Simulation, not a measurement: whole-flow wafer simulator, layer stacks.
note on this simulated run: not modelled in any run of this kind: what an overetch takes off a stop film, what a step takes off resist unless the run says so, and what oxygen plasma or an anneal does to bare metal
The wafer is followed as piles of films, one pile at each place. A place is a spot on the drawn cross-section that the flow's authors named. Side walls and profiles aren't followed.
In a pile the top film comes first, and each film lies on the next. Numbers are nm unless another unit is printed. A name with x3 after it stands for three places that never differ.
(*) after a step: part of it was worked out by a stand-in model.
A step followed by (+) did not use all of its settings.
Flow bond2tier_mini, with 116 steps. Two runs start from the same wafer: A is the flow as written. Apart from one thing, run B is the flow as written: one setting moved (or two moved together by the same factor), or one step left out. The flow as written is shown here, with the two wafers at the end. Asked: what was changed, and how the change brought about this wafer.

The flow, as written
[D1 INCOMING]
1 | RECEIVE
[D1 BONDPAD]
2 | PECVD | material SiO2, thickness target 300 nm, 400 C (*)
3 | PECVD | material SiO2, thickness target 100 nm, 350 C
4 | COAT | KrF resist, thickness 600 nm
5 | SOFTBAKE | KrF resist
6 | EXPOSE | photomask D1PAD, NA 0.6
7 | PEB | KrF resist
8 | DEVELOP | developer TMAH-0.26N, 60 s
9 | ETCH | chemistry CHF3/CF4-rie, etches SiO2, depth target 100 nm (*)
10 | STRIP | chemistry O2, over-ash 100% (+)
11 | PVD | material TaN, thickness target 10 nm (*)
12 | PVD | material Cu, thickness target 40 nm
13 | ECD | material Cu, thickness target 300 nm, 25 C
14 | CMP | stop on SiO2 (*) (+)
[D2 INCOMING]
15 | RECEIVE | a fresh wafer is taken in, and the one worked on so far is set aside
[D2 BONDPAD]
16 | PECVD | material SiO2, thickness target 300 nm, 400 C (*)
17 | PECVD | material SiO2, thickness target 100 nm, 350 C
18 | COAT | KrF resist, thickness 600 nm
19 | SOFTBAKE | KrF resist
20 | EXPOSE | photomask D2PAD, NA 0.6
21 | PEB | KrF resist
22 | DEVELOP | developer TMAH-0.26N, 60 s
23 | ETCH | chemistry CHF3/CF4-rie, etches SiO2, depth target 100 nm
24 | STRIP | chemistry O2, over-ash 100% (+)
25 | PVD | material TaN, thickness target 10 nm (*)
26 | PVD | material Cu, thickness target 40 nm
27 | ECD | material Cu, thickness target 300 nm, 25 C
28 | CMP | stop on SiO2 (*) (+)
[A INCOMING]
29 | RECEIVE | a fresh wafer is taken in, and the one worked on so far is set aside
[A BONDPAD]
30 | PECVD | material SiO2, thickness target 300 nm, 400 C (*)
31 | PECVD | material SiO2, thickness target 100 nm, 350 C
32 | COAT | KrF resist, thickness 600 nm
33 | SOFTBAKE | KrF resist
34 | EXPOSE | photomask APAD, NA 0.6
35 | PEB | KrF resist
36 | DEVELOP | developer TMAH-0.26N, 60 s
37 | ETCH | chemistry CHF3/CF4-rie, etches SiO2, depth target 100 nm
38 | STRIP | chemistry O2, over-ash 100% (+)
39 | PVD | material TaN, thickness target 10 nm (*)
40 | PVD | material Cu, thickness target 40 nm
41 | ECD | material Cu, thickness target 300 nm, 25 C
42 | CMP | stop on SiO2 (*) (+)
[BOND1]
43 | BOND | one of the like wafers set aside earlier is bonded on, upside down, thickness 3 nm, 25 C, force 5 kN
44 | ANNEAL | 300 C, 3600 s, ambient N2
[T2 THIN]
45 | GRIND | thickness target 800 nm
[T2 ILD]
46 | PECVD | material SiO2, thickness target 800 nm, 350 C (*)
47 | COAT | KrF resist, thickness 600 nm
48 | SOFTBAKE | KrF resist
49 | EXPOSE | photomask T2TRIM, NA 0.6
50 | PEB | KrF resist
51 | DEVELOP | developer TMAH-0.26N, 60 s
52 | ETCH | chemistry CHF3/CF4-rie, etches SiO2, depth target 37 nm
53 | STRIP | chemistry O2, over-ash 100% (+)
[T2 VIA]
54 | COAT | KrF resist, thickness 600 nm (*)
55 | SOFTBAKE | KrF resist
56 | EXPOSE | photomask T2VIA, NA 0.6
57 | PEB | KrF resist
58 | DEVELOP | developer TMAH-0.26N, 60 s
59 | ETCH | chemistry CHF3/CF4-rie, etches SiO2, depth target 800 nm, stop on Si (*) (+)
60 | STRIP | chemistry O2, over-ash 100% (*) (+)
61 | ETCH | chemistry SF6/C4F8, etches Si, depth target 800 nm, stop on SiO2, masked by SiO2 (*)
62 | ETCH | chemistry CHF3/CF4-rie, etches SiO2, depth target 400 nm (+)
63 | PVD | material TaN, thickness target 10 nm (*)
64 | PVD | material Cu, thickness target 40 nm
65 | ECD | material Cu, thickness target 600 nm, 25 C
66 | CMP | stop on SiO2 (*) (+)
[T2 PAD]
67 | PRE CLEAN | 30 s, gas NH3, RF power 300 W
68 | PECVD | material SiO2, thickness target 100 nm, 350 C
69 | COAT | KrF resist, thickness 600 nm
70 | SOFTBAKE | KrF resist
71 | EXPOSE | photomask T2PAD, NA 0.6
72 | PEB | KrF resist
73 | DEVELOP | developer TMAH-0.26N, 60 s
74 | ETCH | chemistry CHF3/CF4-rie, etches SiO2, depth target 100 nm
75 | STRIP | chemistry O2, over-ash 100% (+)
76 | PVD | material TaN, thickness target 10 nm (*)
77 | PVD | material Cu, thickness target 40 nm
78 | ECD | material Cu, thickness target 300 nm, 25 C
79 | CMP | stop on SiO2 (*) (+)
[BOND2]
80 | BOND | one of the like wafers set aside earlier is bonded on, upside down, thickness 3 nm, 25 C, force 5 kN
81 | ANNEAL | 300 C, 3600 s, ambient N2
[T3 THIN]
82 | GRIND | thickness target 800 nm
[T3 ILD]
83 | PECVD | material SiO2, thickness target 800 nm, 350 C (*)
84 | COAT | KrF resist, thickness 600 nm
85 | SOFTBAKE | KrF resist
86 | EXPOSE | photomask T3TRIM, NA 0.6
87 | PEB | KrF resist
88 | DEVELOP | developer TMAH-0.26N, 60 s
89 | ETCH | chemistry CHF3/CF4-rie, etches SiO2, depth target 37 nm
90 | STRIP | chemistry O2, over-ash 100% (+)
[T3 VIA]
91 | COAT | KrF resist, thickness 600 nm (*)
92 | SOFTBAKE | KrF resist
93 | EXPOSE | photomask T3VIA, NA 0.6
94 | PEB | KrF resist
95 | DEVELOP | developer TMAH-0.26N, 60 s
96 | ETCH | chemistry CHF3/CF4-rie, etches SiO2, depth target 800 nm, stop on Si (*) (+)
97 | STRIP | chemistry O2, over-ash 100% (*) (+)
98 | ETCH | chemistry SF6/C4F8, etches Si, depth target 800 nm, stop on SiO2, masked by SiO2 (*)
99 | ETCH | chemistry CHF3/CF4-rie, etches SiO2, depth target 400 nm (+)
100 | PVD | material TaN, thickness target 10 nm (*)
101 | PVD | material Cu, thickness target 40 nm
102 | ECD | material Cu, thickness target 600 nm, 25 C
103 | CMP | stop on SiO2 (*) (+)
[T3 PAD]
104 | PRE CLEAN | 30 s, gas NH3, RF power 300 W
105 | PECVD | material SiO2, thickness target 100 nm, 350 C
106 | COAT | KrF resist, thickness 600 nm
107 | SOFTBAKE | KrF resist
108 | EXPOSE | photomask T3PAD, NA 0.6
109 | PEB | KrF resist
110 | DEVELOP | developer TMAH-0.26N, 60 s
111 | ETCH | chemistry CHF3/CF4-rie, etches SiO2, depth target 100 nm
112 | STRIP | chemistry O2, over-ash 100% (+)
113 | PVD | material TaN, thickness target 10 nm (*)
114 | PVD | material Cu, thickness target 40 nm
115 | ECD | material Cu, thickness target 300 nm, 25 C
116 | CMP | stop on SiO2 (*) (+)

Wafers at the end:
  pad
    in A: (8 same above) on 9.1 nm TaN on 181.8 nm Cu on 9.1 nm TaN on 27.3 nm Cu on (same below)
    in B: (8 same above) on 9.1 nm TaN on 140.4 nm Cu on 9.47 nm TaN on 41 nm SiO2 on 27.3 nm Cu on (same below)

Cause: step 74, ETCH: depth target 59 nm was run, whereas the flow has depth target 100 nm.

Step by step, how the change led to this:
  74 | ETCH | chemistry CHF3/CF4-rie, etches SiO2, depth target 100 nm
      pad: A -100 SiO2 (all of it) | B -59 SiO2
      field: A -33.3 KrF resist | B -19.7 KrF resist
  75 | STRIP | chemistry O2, over-ash 100% (+)
      field: A -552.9 KrF resist (all of it) | B -566.6 KrF resist (all of it)
  77 | PVD | material Cu, thickness target 40 nm
      pad: A +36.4 Cu (new film) | B +37.9 Cu (new film)
  78 | ECD | material Cu, thickness target 300 nm, 25 C
      pad: A +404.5 Cu | B +361.7 Cu
Taking metal films that touch as one body, pad has 4 bodies (between them, from the top down: SiO2 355 / Si 800 / chemical SiO2 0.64 / SiO2 300; SiO2 41; SiO2 355 / Si 800 / chemical SiO2 0.64 / SiO2 300); the flow as written gives 3 bodies (between them, from the top down: SiO2 355 / Si 800 / chemical SiO2 0.64 / SiO2 300; SiO2 355 / Si 800 / chemical SiO2 0.64 / SiO2 300).
